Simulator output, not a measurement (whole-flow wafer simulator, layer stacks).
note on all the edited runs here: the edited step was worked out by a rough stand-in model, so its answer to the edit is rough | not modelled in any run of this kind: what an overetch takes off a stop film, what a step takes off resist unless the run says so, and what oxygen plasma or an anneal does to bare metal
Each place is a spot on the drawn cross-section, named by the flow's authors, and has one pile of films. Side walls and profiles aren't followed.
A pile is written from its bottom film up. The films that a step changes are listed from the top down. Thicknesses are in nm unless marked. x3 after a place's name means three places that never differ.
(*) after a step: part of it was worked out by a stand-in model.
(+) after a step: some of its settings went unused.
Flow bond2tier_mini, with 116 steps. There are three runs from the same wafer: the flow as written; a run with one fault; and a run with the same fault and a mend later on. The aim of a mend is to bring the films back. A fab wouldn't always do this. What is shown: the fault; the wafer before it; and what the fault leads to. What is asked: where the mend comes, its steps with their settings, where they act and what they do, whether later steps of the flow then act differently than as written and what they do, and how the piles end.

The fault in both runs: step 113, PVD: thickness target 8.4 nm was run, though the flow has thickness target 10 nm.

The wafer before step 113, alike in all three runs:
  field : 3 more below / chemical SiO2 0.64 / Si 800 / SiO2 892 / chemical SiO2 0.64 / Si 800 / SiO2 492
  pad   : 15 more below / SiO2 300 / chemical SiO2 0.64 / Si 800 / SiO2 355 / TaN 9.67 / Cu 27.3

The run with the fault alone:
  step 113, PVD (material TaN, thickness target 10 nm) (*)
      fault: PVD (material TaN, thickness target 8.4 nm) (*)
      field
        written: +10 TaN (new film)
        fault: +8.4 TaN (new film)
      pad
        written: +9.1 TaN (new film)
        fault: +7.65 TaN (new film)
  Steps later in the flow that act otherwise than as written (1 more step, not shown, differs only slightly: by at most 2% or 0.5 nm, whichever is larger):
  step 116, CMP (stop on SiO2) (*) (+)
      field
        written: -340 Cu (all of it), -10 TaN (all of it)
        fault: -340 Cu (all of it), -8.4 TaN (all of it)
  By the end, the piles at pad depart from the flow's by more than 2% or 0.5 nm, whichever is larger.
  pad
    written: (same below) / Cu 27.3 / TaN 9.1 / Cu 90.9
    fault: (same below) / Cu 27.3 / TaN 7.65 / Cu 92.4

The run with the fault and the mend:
  The mend follows step 113.
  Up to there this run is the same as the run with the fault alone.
  step 113a, PVD (material TaN, thickness target 1.6 nm) (*) (the flow's step 113, run once more with other settings)
      field
        +1.6 TaN
      pad
        +1.45 TaN
  None of the later steps of the flow acts differently than as written at any place that is followed.
  The piles end the same as the flow's at every place that both follow.
